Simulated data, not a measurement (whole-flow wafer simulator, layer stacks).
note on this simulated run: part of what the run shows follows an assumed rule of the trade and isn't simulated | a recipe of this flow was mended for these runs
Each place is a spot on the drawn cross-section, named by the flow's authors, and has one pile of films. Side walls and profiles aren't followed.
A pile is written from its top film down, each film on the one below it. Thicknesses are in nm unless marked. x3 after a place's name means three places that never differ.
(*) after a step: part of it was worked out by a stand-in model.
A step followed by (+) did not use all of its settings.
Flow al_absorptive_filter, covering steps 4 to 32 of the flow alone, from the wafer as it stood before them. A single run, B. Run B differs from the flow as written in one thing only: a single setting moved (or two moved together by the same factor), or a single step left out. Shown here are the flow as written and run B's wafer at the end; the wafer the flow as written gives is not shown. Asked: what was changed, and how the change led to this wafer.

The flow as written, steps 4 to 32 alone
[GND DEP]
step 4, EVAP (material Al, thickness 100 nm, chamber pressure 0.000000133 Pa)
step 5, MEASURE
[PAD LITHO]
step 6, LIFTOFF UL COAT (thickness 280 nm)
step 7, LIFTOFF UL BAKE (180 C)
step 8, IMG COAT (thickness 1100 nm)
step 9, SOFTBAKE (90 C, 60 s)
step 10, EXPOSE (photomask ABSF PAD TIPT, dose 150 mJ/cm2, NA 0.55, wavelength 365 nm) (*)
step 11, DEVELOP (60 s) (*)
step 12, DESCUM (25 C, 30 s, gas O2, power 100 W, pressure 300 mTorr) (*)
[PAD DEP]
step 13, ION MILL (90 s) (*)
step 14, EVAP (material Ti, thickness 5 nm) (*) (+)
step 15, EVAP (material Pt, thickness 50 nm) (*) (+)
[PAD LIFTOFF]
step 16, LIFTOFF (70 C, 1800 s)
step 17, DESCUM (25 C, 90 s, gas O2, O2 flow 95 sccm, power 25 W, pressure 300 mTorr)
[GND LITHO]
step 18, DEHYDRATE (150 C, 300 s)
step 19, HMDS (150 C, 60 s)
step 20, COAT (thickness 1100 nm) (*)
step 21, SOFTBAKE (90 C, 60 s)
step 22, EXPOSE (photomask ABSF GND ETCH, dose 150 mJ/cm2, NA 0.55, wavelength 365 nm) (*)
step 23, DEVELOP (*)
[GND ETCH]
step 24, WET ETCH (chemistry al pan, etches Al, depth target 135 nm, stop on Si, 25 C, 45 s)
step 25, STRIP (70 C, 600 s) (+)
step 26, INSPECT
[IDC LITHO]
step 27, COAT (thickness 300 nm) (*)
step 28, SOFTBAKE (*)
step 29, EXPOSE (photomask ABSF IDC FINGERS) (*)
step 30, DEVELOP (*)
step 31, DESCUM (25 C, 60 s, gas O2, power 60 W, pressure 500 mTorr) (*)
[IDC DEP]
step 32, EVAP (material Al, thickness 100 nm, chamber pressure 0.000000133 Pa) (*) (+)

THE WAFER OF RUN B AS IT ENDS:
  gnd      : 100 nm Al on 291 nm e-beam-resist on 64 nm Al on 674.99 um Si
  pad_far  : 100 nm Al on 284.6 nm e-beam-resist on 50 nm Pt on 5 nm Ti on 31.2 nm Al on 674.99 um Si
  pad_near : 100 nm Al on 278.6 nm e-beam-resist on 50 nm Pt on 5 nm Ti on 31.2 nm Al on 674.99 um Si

What caused this: step 4, EVAP: thickness 64 nm was run, whereas the flow has thickness 100 nm; step 13, ION MILL: 58 s was run, where the flow has 90 s.
The wafer itself shows it: gnd has Al 64, and step 4 as written asks for 100 nm.

How this came from the change, step by step:
  step 4, EVAP (material Al, thickness 100 nm, chamber pressure 0.000000133 Pa)
      gnd, pad_far, pad_near and 11 more: Al gains 64 (new film) (in the flow as written it would be: Al gains 100 (new film))
  step 13, ION MILL (90 s) (*)
      gnd, ledge, res, xa_field x4, xl_gap, xl_turn, idc_field x2, idc_line: i-line-resist loses 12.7 (in the flow as written it would be: i-line-resist loses 19.6)
      pad_far, pad_near: Al loses 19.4 (in the flow as written it would be: Al loses 30.2)
  step 24, WET ETCH (chemistry al pan, etches Al, depth target 135 nm, stop on Si, 25 C, 45 s)
      res, xl_gap, idc_field x2, idc_line: Al loses 50.7 (all of it) (in the flow as written it would be: Al loses 86.7 (all of it))
  step 27, COAT (thickness 300 nm) (*)
      ledge: e-beam-resist gains 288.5 (new film) (in the flow as written it would be: e-beam-resist gains 274.4 (new film))
      res: e-beam-resist gains 333.6 (new film) (in the flow as written it would be: e-beam-resist gains 349.6 (new film))
      (also at 1 further place)
